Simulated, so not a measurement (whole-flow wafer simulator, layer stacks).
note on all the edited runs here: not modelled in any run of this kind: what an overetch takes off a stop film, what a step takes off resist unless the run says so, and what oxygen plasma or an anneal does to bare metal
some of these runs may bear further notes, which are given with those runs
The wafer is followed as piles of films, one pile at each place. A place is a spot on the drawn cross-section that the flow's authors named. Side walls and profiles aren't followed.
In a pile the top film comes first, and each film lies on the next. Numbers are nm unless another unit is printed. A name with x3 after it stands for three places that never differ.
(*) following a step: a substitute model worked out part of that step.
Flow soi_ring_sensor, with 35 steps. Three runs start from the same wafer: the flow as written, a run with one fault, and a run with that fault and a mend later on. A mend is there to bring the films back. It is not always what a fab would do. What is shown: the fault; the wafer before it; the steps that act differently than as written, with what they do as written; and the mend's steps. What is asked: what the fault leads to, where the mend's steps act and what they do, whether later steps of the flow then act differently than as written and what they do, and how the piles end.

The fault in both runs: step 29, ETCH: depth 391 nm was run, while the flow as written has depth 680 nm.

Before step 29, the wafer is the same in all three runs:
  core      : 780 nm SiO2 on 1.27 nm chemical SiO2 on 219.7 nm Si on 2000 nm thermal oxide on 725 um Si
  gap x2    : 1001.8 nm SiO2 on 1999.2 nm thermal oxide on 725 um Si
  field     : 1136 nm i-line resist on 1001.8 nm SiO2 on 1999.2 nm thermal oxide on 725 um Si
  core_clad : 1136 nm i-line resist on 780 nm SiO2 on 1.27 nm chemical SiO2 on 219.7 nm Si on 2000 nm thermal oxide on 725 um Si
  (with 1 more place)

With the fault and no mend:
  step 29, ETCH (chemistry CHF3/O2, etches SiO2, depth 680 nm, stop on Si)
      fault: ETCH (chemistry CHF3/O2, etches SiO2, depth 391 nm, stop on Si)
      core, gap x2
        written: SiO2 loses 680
        fault: SiO2 loses 391
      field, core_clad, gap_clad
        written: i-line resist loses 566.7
        fault: i-line resist loses 325.8
  Steps further on in the flow that do not act as written:
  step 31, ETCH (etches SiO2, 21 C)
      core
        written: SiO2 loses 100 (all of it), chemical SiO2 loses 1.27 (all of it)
        fault: SiO2 loses 389 (all of it), chemical SiO2 loses 1.27 (all of it)
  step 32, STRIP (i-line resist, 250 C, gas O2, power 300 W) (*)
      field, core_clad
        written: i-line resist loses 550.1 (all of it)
        fault: i-line resist loses 790.9 (all of it)
  The piles end only slightly different from the flow's at the places that both follow, by no more than 2% or 0.5 nm, whichever is larger.

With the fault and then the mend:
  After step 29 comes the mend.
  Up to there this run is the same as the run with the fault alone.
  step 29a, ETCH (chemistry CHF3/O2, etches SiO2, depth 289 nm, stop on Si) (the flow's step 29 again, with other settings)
      core, gap x2
        SiO2 loses 289
      field, core_clad, gap_clad
        i-line resist loses 240.8
  Every later step of the flow that is run acts as written at every place that is followed.
  At every place that both follow, the piles at the end match the flow's.
